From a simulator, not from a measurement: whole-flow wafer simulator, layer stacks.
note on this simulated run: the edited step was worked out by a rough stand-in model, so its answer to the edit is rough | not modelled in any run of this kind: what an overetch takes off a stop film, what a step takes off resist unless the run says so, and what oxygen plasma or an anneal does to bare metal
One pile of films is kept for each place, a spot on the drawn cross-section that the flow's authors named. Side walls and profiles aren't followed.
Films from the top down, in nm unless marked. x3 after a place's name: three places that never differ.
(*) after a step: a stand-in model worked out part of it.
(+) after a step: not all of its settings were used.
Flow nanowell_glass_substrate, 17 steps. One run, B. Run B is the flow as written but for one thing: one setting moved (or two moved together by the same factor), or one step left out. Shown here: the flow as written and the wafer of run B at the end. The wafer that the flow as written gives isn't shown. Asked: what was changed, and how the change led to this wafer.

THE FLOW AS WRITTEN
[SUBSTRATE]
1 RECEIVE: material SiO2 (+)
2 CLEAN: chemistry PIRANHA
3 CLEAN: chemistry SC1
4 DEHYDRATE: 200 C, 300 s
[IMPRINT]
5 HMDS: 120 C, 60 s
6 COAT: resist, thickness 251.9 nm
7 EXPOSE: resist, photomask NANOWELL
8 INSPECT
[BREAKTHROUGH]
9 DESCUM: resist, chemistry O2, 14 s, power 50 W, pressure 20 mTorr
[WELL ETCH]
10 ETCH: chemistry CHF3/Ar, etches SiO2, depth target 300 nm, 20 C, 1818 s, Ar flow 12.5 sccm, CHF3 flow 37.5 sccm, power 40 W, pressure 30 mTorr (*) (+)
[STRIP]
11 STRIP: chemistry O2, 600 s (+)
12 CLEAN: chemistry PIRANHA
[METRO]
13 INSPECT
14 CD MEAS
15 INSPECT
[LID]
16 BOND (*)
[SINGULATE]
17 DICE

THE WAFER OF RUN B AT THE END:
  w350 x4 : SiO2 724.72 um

The cause: step 10, ETCH: depth target 285 nm was run, where the flow has depth target 300 nm.

How the change led to this, step by step:
  10 ETCH: chemistry CHF3/Ar, etches SiO2, depth target 300 nm, 20 C, 1818 s, Ar flow 12.5 sccm, CHF3 flow 37.5 sccm, power 40 W, pressure 30 mTorr (*) (+)
      w350 x4: SiO2 -285 (as written it would be: SiO2 -300)
      land: resist -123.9 (as written it would be: resist -130.4)
  11 STRIP: chemistry O2, 600 s (+)
      land: resist -132.4 (all of it) (as written it would be: resist -125.9 (all of it))
